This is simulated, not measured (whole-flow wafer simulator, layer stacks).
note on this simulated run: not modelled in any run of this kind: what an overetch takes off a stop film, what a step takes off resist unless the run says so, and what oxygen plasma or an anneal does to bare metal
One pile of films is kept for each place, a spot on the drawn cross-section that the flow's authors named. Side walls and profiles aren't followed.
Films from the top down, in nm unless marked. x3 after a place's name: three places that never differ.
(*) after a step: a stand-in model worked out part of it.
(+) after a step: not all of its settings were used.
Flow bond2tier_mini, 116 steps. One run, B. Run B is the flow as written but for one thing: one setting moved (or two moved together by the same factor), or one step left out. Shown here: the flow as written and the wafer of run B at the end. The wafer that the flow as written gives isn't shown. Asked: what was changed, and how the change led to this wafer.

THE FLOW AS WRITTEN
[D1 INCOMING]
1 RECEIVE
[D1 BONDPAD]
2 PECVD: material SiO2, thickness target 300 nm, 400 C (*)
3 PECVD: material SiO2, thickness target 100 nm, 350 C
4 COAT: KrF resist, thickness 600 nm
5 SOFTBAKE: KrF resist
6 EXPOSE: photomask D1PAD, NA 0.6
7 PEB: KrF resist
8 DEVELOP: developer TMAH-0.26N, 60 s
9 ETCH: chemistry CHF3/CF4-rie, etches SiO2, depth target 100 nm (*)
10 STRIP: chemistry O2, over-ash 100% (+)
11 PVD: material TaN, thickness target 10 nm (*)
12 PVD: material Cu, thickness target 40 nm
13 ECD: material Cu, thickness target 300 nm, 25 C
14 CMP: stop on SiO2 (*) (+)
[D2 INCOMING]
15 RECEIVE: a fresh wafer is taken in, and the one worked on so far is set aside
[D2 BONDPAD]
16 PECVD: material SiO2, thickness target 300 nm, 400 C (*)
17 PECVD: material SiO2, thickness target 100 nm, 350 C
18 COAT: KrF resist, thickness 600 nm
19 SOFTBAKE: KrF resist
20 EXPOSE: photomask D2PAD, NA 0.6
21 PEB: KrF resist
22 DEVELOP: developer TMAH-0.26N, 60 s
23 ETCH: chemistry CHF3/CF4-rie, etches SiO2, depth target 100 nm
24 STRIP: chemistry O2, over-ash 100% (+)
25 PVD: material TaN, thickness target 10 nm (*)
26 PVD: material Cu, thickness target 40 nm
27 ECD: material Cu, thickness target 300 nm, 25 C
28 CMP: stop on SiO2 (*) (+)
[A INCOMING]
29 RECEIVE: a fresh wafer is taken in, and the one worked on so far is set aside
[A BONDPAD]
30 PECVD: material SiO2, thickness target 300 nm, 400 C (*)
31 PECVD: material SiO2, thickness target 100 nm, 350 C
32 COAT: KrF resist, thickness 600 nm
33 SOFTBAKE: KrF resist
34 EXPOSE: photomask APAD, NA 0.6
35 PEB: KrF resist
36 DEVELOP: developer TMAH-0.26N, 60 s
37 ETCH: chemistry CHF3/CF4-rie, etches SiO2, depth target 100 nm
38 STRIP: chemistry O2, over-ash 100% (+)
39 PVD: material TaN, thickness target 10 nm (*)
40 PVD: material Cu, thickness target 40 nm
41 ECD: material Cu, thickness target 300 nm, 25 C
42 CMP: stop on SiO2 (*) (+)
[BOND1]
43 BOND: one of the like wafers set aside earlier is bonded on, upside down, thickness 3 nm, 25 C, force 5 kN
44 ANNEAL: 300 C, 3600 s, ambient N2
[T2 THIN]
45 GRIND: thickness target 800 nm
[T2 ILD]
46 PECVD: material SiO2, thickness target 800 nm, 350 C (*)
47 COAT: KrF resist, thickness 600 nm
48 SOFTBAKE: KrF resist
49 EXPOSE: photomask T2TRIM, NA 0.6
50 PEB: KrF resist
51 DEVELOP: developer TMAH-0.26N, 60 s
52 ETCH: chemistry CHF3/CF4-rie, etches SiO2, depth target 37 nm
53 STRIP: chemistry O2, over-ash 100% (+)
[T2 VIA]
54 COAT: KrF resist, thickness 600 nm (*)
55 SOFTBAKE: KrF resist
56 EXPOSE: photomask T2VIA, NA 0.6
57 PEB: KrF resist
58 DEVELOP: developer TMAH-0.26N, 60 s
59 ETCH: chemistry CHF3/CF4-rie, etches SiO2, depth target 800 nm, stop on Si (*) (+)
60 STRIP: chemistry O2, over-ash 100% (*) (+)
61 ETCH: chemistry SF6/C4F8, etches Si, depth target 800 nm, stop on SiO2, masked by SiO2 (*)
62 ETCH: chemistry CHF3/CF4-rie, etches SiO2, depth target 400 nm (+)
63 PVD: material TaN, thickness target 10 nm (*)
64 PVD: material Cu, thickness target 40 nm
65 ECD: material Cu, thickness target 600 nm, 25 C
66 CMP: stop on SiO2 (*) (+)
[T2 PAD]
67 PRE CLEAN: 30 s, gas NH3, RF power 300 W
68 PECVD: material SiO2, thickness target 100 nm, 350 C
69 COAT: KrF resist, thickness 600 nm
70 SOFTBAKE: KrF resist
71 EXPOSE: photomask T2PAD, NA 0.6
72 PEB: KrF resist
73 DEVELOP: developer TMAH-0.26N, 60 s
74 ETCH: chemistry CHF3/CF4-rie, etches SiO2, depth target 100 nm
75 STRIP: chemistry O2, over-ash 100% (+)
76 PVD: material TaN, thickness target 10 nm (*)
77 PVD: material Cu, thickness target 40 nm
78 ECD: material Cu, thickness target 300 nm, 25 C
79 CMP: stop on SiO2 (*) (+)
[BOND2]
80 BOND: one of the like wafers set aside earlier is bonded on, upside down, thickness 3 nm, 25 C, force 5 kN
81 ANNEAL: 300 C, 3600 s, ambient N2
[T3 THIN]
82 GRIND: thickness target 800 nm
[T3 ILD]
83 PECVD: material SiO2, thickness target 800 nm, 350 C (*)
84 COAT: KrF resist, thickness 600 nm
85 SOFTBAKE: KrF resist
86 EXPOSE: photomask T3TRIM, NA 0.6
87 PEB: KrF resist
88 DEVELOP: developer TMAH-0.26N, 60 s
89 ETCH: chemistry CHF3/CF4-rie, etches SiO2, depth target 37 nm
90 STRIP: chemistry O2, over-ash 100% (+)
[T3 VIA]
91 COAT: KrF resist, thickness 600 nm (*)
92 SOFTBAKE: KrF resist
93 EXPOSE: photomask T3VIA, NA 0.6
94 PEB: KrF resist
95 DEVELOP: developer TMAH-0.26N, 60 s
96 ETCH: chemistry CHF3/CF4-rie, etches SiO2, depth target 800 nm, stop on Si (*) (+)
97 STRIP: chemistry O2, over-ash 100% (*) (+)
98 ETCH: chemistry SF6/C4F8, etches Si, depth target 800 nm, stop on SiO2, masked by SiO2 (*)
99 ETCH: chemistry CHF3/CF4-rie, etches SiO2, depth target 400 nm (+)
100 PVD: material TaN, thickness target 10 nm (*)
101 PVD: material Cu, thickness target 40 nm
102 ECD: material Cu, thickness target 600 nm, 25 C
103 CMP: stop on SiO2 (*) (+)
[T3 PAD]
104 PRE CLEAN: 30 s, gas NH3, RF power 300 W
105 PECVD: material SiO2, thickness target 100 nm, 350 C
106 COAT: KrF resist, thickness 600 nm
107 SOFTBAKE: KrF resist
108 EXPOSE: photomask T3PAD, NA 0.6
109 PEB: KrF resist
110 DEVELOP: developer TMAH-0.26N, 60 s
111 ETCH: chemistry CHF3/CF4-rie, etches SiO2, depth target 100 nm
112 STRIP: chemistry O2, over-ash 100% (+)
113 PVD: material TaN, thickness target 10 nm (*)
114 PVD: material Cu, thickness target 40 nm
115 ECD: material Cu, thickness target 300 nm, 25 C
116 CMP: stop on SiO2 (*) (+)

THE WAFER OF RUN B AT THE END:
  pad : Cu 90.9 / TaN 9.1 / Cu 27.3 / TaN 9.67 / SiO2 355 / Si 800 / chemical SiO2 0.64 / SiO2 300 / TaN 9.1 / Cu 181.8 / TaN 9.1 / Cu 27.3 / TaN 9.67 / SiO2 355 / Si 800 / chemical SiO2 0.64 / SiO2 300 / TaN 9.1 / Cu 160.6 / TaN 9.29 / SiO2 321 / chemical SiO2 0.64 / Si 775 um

The cause: step 37, ETCH: depth target 79 nm was run, where the flow has depth target 100 nm.

How the change led to this, step by step:
  37 ETCH: chemistry CHF3/CF4-rie, etches SiO2, depth target 100 nm
      pad, via: SiO2 -79 (as written it would be: SiO2 -100)
      field: KrF resist -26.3 (as written it would be: KrF resist -33.3)
  41 ECD: material Cu, thickness target 300 nm, 25 C
      pad: Cu +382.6 (as written it would be: Cu +404.5)
      via: Cu +379.1 (as written it would be: Cu +400.2)
